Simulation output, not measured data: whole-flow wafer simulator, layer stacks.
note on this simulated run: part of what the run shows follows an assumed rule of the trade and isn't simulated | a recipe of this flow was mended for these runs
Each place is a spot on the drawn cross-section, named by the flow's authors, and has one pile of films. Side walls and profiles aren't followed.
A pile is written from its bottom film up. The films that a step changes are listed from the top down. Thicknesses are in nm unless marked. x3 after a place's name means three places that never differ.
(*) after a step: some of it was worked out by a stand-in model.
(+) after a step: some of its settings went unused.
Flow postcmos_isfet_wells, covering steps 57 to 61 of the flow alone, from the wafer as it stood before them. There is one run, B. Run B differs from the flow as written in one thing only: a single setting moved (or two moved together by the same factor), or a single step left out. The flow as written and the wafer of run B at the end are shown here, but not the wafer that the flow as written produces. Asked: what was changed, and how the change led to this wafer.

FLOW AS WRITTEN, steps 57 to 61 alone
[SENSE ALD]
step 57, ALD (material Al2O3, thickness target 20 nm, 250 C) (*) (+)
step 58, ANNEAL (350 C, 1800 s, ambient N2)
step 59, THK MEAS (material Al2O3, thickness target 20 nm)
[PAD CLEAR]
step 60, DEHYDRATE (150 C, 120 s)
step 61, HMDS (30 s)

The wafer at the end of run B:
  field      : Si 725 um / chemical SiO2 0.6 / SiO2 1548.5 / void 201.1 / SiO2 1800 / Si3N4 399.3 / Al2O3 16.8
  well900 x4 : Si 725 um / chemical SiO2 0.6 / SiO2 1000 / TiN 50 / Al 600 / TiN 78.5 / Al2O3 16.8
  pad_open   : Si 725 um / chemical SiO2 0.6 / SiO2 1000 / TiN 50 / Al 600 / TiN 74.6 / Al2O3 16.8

The reason: step 57, ALD: 362.5 C was run, though the flow has 250 C.

Step by step, how the change led to this:
  step 57, ALD (material Al2O3, thickness target 20 nm, 250 C) (*) (+)
      field, margin x3, well900 x4, pad_open: Al2O3 gains 16.8 (new film) (in the flow as written it would be: Al2O3 gains 20 (new film))
